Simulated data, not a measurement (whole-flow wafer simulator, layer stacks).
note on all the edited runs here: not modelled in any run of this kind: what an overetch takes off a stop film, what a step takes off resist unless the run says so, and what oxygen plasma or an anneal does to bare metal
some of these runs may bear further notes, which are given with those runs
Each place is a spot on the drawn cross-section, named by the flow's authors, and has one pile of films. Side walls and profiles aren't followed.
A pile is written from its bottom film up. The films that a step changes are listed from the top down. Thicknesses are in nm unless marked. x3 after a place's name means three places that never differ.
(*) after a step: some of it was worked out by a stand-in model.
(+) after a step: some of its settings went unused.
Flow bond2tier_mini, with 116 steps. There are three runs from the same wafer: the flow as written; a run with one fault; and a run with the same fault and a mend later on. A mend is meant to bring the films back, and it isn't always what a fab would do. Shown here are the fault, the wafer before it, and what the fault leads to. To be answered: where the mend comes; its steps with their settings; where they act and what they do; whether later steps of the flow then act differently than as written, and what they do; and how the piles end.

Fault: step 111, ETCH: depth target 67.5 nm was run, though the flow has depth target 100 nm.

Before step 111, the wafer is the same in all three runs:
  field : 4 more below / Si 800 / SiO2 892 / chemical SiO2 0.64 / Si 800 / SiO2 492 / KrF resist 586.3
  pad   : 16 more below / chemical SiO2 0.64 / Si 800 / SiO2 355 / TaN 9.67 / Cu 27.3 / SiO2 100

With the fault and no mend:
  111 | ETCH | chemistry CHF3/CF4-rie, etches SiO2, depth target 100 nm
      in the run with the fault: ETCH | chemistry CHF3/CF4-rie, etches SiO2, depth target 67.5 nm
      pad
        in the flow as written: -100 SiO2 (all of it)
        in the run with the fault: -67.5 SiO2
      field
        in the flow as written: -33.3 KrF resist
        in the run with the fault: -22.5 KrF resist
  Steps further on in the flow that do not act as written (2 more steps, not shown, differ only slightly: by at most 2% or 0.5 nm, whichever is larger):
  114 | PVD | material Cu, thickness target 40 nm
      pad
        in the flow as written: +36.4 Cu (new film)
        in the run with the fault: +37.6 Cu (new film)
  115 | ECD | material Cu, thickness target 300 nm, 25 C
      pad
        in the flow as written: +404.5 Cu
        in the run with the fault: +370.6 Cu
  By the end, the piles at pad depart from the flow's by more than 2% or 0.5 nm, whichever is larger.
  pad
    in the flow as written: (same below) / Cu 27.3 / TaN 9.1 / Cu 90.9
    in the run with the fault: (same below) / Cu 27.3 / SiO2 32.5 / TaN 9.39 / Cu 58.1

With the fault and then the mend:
  After step 112 comes the mend.
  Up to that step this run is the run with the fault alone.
  112a | COAT | KrF resist, thickness 600 nm (*) (the flow's step 106 again)
      field
        +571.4 KrF resist (new film)
      pad
        +629.8 KrF resist (new film)
  112b | SOFTBAKE | KrF resist (the flow's step 107 again)
      leaves every film unchanged at each place that is followed
  112c | EXPOSE | photomask T3PAD, NA 0.6 (the flow's step 108 again)
      leaves every film unchanged at each place that is followed
  112d | PEB | KrF resist (the flow's step 109 again)
      leaves every film unchanged at each place that is followed
  112e | DEVELOP | developer TMAH-0.26N, 60 s (the flow's step 110 again)
      field
        -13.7 KrF resist
      pad
        -629.8 KrF resist (all of it)
  112f | ETCH | chemistry CHF3/CF4-rie, etches SiO2, depth target 32.5 nm (the flow's step 111 again, with other settings)
      field
        -10.8 KrF resist
      pad
        -32.5 SiO2 (all of it)
  112g | STRIP | chemistry O2, over-ash 100% (+) (the flow's step 112 again)
      field
        -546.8 KrF resist (all of it)
  Every later step of the flow that is run acts as written at every place that is followed.
  At every place that both follow, the piles at the end match the flow's.
